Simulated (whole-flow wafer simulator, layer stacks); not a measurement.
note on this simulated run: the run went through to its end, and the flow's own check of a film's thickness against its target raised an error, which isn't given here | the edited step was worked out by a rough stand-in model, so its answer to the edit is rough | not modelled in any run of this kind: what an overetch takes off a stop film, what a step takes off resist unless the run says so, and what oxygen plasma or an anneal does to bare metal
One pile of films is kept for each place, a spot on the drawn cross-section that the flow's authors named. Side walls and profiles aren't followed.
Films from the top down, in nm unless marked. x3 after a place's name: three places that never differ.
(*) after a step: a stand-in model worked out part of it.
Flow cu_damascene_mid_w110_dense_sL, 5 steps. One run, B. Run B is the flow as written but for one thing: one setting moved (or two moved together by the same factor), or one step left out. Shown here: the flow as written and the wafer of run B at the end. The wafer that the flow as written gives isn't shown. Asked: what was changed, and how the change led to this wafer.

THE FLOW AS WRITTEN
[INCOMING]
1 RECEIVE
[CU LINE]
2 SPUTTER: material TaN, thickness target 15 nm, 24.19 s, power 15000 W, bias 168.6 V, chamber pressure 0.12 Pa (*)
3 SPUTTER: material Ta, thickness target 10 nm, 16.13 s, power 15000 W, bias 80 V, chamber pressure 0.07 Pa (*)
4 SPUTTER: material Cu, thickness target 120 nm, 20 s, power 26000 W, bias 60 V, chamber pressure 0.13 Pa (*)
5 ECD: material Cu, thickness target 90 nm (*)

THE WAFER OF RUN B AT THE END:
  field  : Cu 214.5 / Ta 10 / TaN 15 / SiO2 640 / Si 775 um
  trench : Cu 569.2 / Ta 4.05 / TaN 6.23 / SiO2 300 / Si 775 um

The cause: step 5, ECD: thickness target 94.5 nm was run, where the flow has thickness target 90 nm.

How the change led to this, step by step:
  5 ECD: material Cu, thickness target 90 nm (*)
      field: Cu +94.5 (as written it would be: Cu +90)
